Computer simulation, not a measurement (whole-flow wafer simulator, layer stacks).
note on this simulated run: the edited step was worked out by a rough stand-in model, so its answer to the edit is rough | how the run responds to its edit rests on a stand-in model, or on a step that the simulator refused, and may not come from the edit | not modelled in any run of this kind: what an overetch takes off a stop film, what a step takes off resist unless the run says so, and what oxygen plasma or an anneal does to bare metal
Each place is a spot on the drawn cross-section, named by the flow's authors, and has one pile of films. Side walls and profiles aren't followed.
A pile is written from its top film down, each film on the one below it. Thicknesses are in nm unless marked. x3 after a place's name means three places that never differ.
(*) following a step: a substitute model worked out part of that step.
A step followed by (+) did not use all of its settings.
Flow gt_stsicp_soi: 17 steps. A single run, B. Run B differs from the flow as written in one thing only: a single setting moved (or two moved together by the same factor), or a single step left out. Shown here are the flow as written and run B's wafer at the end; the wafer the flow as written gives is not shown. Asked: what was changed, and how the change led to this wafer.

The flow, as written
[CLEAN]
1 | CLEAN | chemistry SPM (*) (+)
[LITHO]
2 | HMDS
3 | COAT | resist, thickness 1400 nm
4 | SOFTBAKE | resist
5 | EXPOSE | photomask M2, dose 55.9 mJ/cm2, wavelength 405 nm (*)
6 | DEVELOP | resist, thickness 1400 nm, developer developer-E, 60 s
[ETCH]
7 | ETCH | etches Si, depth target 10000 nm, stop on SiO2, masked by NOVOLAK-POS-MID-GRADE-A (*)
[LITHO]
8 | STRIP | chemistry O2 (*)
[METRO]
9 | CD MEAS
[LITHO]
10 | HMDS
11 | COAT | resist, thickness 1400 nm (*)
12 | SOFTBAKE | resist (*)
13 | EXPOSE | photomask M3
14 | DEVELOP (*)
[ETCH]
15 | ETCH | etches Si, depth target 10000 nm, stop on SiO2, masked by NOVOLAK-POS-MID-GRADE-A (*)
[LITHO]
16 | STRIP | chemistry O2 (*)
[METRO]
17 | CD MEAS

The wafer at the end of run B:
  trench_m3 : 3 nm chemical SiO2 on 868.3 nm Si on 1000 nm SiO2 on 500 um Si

The reason: step 15, ETCH: depth target 9130 nm was run, while the flow as written has depth target 10000 nm.

Step by step, how the change led to this:
  15 | ETCH | etches Si, depth target 10000 nm, stop on SiO2, masked by NOVOLAK-POS-MID-GRADE-A (*)
      trench_m3: chemical SiO2 loses 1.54 (all of it), Si loses 9130 (in the flow as written it would be: chemical SiO2 loses 1.54 (all of it), Si loses 9999.6 (all of it))
      field, trench_m2: resist loses 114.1 (in the flow as written it would be: resist loses 125)
  16 | STRIP | chemistry O2 (*)
      trench_m3: chemical SiO2 gains 3 (new film), Si loses 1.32 (in the flow as written it would be: nothing)
